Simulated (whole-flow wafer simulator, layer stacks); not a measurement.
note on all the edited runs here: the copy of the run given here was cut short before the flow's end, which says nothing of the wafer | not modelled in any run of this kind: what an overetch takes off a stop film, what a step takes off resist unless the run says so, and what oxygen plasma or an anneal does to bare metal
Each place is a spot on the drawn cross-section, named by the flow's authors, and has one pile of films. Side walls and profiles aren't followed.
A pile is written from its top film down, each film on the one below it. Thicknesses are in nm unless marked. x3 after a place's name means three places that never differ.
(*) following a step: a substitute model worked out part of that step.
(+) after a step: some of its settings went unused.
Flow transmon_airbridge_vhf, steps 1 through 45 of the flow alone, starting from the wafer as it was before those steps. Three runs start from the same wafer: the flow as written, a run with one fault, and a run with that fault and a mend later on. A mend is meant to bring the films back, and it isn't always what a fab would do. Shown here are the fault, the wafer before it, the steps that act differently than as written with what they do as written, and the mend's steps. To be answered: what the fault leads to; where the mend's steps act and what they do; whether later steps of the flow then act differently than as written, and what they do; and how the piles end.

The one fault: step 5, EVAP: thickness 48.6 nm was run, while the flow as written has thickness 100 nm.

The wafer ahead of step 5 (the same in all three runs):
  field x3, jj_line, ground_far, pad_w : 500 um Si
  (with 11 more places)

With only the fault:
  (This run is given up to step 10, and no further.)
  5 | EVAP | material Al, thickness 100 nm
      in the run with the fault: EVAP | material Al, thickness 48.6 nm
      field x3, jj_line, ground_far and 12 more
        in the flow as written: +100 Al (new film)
        in the run with the fault: +48.6 Al (new film)
  None of the later steps of the flow up to step 10 acts differently than as written at any place that is followed.
  The piles after step 10 differ from the flow's at field x3, jj_line, ground_far and 12 more by more than 2% or 0.5 nm, whichever is larger.
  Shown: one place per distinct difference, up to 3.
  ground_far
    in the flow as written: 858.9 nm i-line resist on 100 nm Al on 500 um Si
    in the run with the fault: 858.9 nm i-line resist on 48.6 nm Al on 500 um Si
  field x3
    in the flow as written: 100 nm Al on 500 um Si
    in the run with the fault: 48.6 nm Al on 500 um Si

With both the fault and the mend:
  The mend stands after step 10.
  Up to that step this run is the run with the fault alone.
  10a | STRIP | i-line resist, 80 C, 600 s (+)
      ground_far, pad_w, flank_w and 8 more
        -858.9 i-line resist (all of it)
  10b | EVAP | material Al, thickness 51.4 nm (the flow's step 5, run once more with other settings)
      field x3, jj_line, ground_far and 12 more
        +51.4 Al
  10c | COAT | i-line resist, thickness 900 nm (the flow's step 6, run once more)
      field x3, jj_line, ground_far and 12 more
        +900 i-line resist (new film)
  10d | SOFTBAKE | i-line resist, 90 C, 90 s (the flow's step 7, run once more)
      alters no film at any place that is followed
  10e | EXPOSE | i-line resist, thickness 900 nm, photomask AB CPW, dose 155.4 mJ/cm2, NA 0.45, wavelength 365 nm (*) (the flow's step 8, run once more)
      alters no film at any place that is followed
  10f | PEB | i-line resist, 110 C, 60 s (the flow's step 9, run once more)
      field x3, jj_line, ground_far and 12 more
        -41 i-line resist
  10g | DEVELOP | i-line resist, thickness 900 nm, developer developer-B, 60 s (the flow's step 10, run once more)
      ground_far, pad_w, flank_w and 8 more
        -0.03 i-line resist
      field x3, jj_line, gap_w, gap_e
        -859 i-line resist (all of it)
  None of the later steps of the flow acts differently than as written at any place that is followed.
  At every place that both follow, the piles at the end match the flow's.
